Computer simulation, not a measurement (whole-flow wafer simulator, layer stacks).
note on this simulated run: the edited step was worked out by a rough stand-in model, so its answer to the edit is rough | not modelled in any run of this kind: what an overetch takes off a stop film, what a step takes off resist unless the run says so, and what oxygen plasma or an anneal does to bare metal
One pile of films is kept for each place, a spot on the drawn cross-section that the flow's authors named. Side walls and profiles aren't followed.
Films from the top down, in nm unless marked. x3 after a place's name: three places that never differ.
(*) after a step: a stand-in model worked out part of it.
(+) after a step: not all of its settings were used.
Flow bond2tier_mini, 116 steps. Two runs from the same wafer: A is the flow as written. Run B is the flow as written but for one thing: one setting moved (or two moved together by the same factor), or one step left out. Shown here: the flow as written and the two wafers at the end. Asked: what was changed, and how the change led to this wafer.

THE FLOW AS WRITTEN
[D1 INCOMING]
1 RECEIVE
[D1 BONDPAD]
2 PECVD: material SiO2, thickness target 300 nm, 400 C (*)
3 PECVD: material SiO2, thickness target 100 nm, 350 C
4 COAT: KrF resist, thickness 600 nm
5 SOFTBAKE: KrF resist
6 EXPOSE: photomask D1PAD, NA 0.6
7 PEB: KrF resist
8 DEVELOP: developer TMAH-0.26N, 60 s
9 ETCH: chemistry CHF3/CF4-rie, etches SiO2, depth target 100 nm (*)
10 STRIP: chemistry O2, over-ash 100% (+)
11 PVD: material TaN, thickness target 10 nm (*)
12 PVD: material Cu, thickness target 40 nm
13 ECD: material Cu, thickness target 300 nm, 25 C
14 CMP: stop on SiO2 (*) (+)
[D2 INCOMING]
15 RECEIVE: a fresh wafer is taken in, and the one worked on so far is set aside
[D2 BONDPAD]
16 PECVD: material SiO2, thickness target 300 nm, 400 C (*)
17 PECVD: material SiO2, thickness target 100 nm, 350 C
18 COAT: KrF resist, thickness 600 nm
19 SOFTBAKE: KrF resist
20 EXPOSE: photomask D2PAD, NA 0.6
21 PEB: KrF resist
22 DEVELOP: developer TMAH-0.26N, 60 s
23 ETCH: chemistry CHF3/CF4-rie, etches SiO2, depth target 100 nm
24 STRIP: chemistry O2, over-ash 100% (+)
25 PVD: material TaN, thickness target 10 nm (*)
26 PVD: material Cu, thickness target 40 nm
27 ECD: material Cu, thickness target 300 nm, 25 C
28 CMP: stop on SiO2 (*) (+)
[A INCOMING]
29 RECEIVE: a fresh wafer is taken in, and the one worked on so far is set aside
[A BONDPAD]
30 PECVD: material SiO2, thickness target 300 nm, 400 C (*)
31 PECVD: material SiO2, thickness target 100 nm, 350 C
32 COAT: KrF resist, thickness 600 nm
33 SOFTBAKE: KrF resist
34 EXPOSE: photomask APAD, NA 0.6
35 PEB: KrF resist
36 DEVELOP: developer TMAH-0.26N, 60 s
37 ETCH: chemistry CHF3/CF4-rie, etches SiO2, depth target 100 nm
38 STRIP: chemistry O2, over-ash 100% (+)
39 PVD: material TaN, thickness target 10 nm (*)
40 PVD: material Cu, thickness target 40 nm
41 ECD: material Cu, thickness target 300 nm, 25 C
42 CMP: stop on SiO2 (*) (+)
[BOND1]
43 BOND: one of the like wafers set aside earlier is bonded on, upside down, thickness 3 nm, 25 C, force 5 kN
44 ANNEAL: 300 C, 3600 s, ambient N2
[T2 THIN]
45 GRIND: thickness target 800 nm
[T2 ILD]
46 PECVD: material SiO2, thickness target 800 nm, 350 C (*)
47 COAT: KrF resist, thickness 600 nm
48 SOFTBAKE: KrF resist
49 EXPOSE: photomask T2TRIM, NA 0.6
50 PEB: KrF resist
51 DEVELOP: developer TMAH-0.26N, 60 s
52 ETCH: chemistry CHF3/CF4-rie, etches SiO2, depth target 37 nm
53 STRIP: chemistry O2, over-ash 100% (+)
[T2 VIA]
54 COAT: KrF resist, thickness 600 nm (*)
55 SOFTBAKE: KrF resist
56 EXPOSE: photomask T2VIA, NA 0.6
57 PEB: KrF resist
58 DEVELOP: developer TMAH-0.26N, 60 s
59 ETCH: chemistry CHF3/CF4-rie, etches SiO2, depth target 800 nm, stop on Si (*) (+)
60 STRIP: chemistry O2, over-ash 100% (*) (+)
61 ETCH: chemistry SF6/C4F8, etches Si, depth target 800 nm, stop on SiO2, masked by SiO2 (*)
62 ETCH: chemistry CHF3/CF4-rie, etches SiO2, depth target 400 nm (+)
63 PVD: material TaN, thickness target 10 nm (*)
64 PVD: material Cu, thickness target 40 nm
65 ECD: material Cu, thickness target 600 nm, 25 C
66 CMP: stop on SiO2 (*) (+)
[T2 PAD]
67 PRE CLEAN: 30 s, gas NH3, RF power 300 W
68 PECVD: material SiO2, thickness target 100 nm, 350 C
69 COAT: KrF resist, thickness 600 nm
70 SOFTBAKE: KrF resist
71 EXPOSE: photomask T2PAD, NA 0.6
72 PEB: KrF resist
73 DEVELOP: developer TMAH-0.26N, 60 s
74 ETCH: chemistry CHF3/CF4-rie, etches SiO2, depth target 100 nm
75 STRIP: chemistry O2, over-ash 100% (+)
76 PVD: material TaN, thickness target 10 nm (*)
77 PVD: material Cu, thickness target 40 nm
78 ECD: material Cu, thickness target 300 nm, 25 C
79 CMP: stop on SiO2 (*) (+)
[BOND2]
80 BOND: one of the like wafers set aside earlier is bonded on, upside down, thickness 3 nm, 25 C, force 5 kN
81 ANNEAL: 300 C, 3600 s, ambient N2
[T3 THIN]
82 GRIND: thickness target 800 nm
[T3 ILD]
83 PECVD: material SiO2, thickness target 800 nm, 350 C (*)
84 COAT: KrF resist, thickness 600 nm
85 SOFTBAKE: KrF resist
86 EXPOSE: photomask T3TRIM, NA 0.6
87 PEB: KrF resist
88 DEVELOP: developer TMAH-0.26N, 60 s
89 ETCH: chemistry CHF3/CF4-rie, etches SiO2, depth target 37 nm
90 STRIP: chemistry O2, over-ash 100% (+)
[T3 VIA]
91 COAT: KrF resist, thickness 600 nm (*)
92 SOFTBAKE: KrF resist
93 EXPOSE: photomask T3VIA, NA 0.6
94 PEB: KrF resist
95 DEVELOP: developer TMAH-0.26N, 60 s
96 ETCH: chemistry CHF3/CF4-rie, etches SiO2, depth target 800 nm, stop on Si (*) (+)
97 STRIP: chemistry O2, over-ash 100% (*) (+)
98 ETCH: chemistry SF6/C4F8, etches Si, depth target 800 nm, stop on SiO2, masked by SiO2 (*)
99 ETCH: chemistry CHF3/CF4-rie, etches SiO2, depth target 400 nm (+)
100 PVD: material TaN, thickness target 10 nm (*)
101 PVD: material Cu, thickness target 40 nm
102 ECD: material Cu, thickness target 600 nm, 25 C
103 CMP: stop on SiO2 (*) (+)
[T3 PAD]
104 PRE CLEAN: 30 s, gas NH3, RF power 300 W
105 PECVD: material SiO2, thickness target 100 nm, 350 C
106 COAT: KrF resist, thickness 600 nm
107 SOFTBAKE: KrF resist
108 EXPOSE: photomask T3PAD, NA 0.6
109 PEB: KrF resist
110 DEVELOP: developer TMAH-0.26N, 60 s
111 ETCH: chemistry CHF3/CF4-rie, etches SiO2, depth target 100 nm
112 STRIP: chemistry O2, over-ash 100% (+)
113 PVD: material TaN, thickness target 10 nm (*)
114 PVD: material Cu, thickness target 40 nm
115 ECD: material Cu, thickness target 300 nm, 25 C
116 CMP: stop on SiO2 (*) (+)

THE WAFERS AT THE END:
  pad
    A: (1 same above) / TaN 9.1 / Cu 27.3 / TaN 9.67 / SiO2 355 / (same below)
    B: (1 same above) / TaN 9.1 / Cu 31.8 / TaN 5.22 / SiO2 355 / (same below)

The cause: step 100, PVD: thickness target 5.4 nm was run, where the flow has thickness target 10 nm.

How the change led to this, step by step:
  100 PVD: material TaN, thickness target 10 nm (*)
      field: A TaN +10 (new film) | B TaN +5.4 (new film)
      pad: A TaN +9.67 (new film) | B TaN +5.22 (new film)
  103 CMP: stop on SiO2 (*) (+)
      field: A Cu -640 (all of it), TaN -10 (all of it) | B Cu -640 (all of it), TaN -5.4 (all of it)
